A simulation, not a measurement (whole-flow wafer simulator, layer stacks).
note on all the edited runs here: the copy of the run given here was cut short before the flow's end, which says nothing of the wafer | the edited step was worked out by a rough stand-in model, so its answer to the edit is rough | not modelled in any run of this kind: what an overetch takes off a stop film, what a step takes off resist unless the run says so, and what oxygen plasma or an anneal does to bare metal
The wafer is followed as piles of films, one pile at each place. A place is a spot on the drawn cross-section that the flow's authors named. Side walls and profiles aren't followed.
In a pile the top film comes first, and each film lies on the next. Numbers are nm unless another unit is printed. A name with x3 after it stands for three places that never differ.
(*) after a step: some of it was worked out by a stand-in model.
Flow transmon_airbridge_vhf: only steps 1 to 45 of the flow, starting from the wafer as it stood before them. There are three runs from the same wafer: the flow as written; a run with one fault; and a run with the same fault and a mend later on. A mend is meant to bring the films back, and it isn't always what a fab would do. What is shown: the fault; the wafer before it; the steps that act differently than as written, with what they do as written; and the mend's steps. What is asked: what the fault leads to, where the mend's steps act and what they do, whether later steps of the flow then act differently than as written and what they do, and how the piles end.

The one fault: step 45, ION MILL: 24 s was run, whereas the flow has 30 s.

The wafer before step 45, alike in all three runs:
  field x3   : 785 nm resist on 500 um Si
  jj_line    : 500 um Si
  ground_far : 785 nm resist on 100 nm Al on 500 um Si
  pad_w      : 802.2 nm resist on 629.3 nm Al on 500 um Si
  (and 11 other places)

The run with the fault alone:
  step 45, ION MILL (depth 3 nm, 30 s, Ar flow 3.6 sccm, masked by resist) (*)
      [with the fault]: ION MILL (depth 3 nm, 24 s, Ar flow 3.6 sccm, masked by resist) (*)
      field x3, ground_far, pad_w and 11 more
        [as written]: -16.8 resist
        [with the fault]: -13.4 resist
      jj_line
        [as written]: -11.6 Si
        [with the fault]: -9.31 Si
  Later steps of the flow that are run all act as written at every place that is followed.
  The piles end only slightly different from the flow's at the places that both follow, by no more than 2% or 0.5 nm, whichever is larger.

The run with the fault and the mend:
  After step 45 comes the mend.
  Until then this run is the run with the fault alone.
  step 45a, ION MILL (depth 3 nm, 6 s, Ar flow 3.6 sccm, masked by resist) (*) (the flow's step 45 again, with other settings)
      field x3, ground_far, pad_w and 11 more
        -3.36 resist
      jj_line
        -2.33 Si
  Later steps of the flow that are run all act as written at every place that is followed.
  By the end, the piles equal the flow's at every place that both follow.
